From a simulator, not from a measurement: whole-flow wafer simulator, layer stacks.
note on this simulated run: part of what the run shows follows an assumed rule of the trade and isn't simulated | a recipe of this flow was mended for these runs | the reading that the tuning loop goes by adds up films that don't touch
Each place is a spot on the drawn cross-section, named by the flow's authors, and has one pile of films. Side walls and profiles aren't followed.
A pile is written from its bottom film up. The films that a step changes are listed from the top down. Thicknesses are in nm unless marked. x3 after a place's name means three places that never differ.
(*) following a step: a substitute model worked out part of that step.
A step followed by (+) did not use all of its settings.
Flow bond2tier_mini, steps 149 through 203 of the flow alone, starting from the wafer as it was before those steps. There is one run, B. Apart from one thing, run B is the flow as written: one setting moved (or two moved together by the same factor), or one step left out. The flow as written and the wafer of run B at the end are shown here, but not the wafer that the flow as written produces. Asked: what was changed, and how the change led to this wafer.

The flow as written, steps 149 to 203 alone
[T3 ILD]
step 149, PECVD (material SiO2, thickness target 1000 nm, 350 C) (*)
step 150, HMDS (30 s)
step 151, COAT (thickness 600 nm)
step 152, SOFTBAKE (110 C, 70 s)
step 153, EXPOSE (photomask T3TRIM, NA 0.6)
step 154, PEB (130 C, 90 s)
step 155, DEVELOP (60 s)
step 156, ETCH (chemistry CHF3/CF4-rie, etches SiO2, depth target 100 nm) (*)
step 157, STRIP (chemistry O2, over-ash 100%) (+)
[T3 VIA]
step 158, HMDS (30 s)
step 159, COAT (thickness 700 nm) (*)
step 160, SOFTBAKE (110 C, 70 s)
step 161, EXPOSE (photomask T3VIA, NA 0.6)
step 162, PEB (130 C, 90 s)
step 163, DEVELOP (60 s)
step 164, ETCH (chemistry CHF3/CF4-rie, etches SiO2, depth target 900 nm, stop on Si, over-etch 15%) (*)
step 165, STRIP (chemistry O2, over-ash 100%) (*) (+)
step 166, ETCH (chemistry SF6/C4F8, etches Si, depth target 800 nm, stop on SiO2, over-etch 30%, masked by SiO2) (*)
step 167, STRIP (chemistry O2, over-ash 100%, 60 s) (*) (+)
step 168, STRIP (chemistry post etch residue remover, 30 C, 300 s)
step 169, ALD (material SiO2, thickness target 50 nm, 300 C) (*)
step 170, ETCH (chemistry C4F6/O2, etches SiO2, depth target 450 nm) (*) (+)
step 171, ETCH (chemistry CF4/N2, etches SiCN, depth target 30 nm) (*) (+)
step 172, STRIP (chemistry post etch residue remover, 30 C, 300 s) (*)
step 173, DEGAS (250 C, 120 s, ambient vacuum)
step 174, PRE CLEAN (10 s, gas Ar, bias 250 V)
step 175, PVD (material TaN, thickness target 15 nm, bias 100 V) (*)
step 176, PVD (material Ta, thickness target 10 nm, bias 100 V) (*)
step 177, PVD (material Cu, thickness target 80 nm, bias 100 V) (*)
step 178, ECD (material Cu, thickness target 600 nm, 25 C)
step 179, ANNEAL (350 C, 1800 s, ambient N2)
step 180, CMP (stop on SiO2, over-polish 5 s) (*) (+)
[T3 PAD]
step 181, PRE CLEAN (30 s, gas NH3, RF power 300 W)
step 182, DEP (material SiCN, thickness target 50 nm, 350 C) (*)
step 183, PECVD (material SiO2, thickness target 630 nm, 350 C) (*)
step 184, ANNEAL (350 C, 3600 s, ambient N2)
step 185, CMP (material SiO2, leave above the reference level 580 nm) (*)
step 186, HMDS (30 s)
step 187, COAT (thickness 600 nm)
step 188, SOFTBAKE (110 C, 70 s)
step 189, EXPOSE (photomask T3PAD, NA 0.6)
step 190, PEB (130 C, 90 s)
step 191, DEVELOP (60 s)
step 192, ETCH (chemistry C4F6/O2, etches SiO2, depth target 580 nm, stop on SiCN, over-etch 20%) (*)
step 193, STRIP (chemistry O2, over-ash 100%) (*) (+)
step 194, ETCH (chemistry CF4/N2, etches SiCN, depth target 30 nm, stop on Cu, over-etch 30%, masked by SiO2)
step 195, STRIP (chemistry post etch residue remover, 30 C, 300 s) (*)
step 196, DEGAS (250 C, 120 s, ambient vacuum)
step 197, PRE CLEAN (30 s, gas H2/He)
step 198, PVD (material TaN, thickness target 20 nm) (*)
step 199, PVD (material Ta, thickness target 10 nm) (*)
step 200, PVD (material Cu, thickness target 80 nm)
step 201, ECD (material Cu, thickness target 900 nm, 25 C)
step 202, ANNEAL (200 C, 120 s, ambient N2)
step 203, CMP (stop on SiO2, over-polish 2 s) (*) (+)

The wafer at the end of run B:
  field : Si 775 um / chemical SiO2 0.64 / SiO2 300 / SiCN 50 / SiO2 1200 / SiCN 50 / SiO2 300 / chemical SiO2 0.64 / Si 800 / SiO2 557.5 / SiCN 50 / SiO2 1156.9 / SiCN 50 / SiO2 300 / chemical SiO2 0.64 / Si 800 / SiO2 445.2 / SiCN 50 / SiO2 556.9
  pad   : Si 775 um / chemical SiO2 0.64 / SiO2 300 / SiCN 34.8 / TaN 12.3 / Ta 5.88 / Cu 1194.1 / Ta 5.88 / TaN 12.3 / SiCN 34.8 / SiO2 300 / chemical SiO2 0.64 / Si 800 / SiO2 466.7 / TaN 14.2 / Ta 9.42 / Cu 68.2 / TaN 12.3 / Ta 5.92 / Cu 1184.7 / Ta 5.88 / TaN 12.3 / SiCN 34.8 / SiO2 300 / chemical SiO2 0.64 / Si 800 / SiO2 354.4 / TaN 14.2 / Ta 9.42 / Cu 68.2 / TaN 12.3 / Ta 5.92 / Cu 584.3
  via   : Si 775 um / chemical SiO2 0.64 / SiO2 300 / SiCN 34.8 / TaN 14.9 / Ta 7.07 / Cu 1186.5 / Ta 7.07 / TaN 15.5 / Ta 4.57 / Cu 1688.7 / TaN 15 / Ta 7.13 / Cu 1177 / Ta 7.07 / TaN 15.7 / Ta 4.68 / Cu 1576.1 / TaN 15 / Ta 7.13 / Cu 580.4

What caused this: step 149, PECVD: thickness target 887.5 nm was run, whereas the flow has thickness target 1000 nm.

How this came from the change, step by step:
  step 149, PECVD (material SiO2, thickness target 1000 nm, 350 C) (*)
      field, pad, via: +887.5 SiO2 (new film) (in the flow as written it would be: +1000 SiO2 (new film))
  step 164, ETCH (chemistry CHF3/CF4-rie, etches SiO2, depth target 900 nm, stop on Si, over-etch 15%) (*)
      field, pad: -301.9 thick-KrF-resist (in the flow as written it would be: -345 thick-KrF-resist)
      via: -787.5 SiO2 (all of it), -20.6 Si (in the flow as written it would be: -900 SiO2 (all of it), -11.2 Si)
  step 165, STRIP (chemistry O2, over-ash 100%) (*) (+)
      field: -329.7 thick-KrF-resist (all of it) (in the flow as written it would be: -286.6 thick-KrF-resist (all of it))
      pad: -416.1 thick-KrF-resist (all of it) (in the flow as written it would be: -372.9 thick-KrF-resist (all of it))
  step 177, PVD (material Cu, thickness target 80 nm, bias 100 V) (*)
      via: +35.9 Cu (new film) (in the flow as written it would be: +35 Cu (new film))
  step 178, ECD (material Cu, thickness target 600 nm, 25 C)
      via: +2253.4 Cu (in the flow as written it would be: +2367 Cu)
